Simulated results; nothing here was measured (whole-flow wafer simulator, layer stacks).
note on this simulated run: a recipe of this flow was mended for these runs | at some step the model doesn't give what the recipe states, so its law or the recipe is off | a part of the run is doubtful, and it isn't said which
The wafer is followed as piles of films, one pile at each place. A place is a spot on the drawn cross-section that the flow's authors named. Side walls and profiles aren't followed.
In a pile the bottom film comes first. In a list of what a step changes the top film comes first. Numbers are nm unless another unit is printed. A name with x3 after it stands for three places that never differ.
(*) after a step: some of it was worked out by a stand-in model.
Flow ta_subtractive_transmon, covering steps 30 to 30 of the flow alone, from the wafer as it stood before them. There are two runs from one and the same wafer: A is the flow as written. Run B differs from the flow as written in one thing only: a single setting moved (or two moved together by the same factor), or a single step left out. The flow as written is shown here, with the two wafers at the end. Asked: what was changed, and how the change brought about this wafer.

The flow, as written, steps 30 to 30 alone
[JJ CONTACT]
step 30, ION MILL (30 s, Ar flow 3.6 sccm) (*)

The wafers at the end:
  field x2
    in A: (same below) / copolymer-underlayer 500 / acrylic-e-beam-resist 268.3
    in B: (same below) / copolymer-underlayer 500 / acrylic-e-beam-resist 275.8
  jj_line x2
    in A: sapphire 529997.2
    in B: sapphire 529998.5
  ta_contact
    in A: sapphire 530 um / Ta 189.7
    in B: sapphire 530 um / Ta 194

Cause: step 30, ION MILL: 16.5 s was run, whereas the flow has 30 s.

How this came from the change, step by step:
  step 30, ION MILL (30 s, Ar flow 3.6 sccm) (*)
      field x2, ta_pad: A -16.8 acrylic-e-beam-resist | B -9.23 acrylic-e-beam-resist
      jj_line x2: A -2.8 sapphire | B -1.54 sapphire
      (as well as at 1 more place)
